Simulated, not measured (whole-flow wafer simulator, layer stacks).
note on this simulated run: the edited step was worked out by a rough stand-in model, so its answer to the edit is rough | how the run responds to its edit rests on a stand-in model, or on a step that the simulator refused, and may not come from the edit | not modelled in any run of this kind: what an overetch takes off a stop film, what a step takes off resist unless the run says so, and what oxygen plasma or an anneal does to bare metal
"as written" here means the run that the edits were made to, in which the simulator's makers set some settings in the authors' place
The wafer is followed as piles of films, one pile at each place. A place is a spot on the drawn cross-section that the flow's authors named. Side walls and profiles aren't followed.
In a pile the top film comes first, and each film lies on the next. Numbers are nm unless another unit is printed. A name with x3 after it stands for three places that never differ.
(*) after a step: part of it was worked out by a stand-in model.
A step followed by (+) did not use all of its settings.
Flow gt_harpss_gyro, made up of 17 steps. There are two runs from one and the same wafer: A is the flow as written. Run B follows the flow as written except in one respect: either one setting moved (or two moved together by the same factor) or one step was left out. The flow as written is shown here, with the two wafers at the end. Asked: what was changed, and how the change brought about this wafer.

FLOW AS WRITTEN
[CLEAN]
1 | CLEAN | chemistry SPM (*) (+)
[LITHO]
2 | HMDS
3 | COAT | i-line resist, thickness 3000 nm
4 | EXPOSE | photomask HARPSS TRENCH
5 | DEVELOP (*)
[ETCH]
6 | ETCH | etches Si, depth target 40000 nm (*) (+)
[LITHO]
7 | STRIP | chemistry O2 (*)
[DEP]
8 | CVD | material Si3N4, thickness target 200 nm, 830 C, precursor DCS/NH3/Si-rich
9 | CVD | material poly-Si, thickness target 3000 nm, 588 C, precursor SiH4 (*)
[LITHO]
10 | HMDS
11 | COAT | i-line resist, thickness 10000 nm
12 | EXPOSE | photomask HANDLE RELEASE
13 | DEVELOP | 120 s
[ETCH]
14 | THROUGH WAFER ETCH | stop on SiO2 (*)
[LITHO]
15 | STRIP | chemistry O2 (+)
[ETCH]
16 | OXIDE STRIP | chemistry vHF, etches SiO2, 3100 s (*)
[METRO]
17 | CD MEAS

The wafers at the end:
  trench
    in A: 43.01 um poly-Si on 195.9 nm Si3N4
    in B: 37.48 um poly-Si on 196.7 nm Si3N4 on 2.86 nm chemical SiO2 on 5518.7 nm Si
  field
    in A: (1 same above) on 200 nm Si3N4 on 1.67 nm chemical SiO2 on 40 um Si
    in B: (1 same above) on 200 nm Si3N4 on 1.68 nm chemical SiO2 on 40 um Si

What caused this: step 6, ETCH: depth target 34480 nm was run, whereas the flow has depth target 40000 nm.

How this came from the change, step by step:
  6 | ETCH | etches Si, depth target 40000 nm (*) (+)
      trench: A -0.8 chemical SiO2 (all of it), -40 um Si (all of it) | B -0.8 chemical SiO2 (all of it), -34.48 um Si
      field: A -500 i-line resist | B -431 i-line resist
  7 | STRIP | chemistry O2 (*)
      trench: A nothing | B +2.86 chemical SiO2 (new film), -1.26 Si
      field: A -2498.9 i-line resist (all of it), +0.87 chemical SiO2, -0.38 Si | B -2567.9 i-line resist (all of it), +0.88 chemical SiO2, -0.39 Si
  9 | CVD | material poly-Si, thickness target 3000 nm, 588 C, precursor SiH4 (*)
      trench: A +43.01 um poly-Si (new film) | B +37.48 um poly-Si (new film)
